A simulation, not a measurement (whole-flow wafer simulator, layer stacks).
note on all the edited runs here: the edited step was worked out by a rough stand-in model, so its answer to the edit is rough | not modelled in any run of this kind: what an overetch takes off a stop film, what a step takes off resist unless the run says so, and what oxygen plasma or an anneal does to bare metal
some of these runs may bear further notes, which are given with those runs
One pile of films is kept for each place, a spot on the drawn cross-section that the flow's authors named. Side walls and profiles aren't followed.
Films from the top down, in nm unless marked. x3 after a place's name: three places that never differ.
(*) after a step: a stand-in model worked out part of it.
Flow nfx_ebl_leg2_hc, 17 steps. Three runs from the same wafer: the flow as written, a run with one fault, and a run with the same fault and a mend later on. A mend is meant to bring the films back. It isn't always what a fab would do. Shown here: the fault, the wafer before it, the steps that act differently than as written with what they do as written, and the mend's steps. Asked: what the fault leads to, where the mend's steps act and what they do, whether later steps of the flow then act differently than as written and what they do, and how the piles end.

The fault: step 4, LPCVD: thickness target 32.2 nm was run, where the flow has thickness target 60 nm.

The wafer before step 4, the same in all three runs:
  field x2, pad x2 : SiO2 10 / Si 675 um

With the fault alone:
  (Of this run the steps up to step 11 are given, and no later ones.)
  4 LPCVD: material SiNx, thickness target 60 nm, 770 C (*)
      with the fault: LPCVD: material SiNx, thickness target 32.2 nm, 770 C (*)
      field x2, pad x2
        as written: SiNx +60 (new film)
        with the fault: SiNx +32.2 (new film)
  No later step of the flow up to step 11 acts differently than as written at any place that is followed.
  After step 11 the piles differ from the flow's by more than 2% or 0.5 nm, whichever is larger, at field x2, pad x2.
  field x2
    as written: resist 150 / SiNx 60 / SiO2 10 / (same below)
    with the fault: resist 150 / SiNx 32.2 / SiO2 10 / (same below)
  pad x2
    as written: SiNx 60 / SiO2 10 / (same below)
    with the fault: SiNx 32.2 / SiO2 10 / (same below)

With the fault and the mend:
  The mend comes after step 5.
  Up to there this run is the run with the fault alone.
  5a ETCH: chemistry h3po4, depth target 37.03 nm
      field x2, pad x2
        SiNx -32.2 (all of it)
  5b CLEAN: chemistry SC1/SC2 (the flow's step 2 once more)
      changes no film at any place that is followed
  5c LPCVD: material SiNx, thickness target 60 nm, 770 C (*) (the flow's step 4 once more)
      field x2, pad x2
        SiNx +60 (new film)
  No later step of the flow acts differently than as written at any place that is followed.
  At the end the piles are the same as the flow's at every place that both follow.
